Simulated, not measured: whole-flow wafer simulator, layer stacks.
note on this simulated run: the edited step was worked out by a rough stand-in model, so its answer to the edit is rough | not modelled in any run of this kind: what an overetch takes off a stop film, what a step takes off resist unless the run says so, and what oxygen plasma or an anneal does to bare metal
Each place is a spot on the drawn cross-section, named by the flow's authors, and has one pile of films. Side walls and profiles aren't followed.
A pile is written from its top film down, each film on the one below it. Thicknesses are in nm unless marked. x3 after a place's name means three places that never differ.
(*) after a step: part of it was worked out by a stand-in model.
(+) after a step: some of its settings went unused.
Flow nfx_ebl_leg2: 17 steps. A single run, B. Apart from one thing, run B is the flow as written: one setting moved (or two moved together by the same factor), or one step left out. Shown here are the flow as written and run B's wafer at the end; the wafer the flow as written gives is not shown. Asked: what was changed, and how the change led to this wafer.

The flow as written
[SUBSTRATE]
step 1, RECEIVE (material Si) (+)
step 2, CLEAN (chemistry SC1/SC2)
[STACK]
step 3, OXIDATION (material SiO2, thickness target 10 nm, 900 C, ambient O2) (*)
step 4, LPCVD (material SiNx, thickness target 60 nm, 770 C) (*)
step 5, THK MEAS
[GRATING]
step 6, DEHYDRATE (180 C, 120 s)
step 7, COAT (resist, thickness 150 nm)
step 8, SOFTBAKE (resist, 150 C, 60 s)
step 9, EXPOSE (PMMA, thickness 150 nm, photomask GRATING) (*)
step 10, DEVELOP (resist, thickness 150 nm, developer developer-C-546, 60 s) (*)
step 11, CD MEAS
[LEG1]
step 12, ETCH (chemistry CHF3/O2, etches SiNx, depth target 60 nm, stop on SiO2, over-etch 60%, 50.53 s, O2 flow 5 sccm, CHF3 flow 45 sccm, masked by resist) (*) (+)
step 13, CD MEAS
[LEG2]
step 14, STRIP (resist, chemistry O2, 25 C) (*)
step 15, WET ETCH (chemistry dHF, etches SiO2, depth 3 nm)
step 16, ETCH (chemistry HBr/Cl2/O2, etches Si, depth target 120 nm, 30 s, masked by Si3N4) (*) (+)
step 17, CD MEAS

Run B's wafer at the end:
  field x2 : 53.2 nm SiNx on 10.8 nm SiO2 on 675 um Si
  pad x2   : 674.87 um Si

What caused this: step 3, OXIDATION: thickness target 10.8 nm was run, whereas the flow has thickness target 10 nm.
The wafer lets one read it off: field x2 has SiO2 10.8, and step 3 as written asks for 10 nm.

Step by step, how the change led to this:
  step 3, OXIDATION (material SiO2, thickness target 10 nm, 900 C, ambient O2) (*)
      field x2, pad x2: SiO2 gains 10.8 (new film), chemical SiO2 loses 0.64 (all of it), Si loses 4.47 (it would be, as written: SiO2 gains 10 (new film), chemical SiO2 loses 0.64 (all of it), Si loses 4.12)
  step 12, ETCH (chemistry CHF3/O2, etches SiNx, depth target 60 nm, stop on SiO2, over-etch 60%, 50.53 s, O2 flow 5 sccm, CHF3 flow 45 sccm, masked by resist) (*) (+)
      pad x2: SiNx loses 60 (all of it), SiO2 loses 10.8 (all of it) (it would be, as written: SiNx loses 60 (all of it), SiO2 loses 10 (all of it))
